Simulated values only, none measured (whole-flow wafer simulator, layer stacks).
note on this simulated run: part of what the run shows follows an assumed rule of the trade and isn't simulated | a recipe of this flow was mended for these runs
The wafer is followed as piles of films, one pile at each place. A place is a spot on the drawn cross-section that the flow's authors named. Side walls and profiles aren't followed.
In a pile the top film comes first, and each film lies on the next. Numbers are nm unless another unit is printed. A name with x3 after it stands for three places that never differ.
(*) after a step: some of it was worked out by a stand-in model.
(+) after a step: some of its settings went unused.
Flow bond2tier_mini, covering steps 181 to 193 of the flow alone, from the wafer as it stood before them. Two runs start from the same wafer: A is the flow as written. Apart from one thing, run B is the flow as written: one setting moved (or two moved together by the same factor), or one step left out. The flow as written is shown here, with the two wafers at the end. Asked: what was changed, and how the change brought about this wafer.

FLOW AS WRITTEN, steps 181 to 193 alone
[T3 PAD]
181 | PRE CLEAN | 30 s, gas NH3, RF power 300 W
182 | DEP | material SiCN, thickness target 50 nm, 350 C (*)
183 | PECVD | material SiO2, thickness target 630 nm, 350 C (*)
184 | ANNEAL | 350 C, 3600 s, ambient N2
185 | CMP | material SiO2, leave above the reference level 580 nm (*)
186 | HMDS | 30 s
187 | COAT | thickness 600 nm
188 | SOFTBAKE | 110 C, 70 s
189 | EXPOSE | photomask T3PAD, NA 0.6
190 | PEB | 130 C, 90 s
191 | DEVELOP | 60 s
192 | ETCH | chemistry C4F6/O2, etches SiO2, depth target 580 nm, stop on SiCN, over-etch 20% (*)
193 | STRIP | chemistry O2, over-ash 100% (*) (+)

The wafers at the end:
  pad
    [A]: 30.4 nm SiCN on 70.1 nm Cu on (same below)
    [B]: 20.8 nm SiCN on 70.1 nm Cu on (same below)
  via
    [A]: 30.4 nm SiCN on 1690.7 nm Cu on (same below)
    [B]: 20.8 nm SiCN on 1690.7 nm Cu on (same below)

Cause: step 192, ETCH: depth target 627.5 nm was run, whereas the flow has depth target 580 nm.

The path from the change to this, step by step:
  192 | ETCH | chemistry C4F6/O2, etches SiO2, depth target 580 nm, stop on SiCN, over-etch 20% (*)
      pad, via: A -580 SiO2 (all of it), -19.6 SiCN | B -580 SiO2 (all of it), -29.2 SiCN
      field: A -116 thick-KrF-resist | B -125.5 thick-KrF-resist
  193 | STRIP | chemistry O2, over-ash 100% (*) (+)
      field: A -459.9 thick-KrF-resist (all of it) | B -450.4 thick-KrF-resist (all of it)
